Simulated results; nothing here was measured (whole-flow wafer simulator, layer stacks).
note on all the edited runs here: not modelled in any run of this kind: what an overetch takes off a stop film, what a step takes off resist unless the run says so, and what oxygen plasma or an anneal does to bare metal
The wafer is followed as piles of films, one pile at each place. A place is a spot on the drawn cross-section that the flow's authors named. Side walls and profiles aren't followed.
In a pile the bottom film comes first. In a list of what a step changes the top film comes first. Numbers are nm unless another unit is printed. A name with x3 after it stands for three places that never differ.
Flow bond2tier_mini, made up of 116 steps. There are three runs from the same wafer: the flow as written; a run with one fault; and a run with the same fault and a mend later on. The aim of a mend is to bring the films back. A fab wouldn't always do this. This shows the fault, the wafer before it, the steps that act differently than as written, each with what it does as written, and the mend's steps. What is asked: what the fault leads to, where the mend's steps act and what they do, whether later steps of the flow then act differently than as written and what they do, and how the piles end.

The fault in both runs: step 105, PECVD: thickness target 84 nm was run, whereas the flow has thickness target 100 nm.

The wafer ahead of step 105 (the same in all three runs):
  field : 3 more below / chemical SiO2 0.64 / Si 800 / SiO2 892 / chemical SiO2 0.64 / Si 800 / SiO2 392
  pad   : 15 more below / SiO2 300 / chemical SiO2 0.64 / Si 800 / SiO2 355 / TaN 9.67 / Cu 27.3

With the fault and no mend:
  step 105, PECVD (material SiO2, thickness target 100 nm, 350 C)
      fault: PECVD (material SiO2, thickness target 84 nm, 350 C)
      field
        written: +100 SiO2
        fault: +84 SiO2
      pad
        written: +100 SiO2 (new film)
        fault: +84 SiO2 (new film)
  Later steps of the flow acting differently than as written (not shown: 2 more steps that differ only slightly, by at most 2% or 0.5 nm, whichever is larger):
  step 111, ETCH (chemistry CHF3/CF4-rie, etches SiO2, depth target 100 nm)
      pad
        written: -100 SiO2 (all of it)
        fault: -84 SiO2 (all of it), -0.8 Cu
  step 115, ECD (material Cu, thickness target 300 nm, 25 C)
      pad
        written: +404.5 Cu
        fault: +388.6 Cu
  By the end, the piles at field, pad depart from the flow's by more than 2% or 0.5 nm, whichever is larger.
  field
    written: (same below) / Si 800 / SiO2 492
    fault: (same below) / Si 800 / SiO2 476
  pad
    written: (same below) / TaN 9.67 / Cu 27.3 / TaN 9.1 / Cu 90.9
    fault: (same below) / TaN 9.67 / Cu 26.5 / TaN 9.28 / Cu 75.5

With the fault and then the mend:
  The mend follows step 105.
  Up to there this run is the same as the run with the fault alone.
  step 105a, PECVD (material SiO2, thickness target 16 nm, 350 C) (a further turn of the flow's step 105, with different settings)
      field, pad
        +16 SiO2
  Every later step of the flow that is run acts as written at every place that is followed.
  The piles end the same as the flow's at every place that both follow.
